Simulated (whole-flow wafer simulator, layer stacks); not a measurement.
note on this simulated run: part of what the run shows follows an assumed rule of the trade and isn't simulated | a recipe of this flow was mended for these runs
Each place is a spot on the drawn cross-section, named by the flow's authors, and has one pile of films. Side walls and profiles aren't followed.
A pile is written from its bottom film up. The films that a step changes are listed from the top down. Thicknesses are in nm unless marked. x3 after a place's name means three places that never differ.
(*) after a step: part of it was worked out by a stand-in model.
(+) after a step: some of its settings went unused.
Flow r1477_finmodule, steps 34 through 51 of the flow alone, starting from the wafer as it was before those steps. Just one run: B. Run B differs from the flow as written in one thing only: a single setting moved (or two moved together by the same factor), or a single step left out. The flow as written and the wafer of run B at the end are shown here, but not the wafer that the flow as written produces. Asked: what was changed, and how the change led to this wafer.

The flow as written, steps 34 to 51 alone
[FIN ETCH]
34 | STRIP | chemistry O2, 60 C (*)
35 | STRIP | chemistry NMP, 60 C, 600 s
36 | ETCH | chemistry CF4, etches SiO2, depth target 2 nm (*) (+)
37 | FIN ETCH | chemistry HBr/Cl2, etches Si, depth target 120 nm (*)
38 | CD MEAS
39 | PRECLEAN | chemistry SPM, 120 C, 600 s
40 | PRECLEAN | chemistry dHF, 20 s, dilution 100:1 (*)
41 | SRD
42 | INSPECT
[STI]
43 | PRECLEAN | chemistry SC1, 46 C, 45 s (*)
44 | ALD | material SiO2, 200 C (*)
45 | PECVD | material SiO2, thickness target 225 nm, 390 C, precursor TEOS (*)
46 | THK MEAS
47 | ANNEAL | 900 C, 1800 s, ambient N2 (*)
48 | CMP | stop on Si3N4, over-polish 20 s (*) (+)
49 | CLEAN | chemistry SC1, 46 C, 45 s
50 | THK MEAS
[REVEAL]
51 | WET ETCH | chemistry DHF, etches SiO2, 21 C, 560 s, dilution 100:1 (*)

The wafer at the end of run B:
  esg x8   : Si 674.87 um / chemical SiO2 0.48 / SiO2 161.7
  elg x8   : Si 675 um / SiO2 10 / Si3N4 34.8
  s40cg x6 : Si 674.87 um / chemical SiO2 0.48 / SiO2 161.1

What caused this: step 36, ETCH: depth target 1.2 nm was run, whereas the flow has depth target 2 nm.

How this came from the change, step by step:
  36 | ETCH | chemistry CF4, etches SiO2, depth target 2 nm (*) (+)
      pad x2, esg x8, s40cg x6, s40sg x6: chemical SiO2 loses 1.2 (all of it) (as written it would have been: chemical SiO2 loses 1.2 (all of it), Si loses 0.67)
      elg x8: Si3N4 loses 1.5 (as written it would have been: Si3N4 loses 2.5)
      (as well as at 6 more places)
  51 | WET ETCH | chemistry DHF, etches SiO2, 21 C, 560 s, dilution 100:1 (*)
      elg x8: SiO2 loses 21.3 (all of it), Si3N4 loses 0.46 (as written it would have been: SiO2 loses 22.3 (all of it), Si3N4 loses 0.41)
